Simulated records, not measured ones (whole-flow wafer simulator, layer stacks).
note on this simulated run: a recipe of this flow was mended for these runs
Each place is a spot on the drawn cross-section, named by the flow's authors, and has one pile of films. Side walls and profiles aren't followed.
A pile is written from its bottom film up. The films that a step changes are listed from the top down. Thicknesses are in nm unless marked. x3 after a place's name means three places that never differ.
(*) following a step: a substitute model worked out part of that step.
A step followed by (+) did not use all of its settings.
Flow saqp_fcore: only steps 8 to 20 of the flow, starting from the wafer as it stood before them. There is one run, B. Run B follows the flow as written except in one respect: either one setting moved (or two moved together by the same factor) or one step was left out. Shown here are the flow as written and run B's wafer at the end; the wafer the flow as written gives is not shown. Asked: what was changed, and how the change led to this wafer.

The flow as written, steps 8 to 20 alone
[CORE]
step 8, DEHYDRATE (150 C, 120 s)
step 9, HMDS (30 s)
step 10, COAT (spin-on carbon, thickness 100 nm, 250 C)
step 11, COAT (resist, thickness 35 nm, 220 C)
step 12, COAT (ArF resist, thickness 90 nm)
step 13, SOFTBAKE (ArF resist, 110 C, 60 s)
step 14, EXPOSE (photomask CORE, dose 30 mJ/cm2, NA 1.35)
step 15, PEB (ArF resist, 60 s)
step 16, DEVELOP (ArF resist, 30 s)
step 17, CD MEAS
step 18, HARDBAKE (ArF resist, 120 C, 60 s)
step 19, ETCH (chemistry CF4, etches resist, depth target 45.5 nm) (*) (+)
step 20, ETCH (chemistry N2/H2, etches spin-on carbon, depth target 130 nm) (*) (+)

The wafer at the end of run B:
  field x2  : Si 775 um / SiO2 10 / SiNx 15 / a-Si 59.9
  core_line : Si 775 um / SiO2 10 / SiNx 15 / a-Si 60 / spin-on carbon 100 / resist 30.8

The reason: step 20, ETCH: depth target 95.8 nm was run, while the flow as written has depth target 130 nm.

Step by step, how the change led to this:
  step 20, ETCH (chemistry N2/H2, etches spin-on carbon, depth target 130 nm) (*) (+)
      field x2: spin-on carbon loses 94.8 (all of it), a-Si loses 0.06 (in the flow as written it would be: spin-on carbon loses 94.8 (all of it), a-Si loses 1.96)
      core_line: ArF resist loses 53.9 (all of it), resist loses 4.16 (in the flow as written it would be: ArF resist loses 53.9 (all of it), resist loses 6.44)
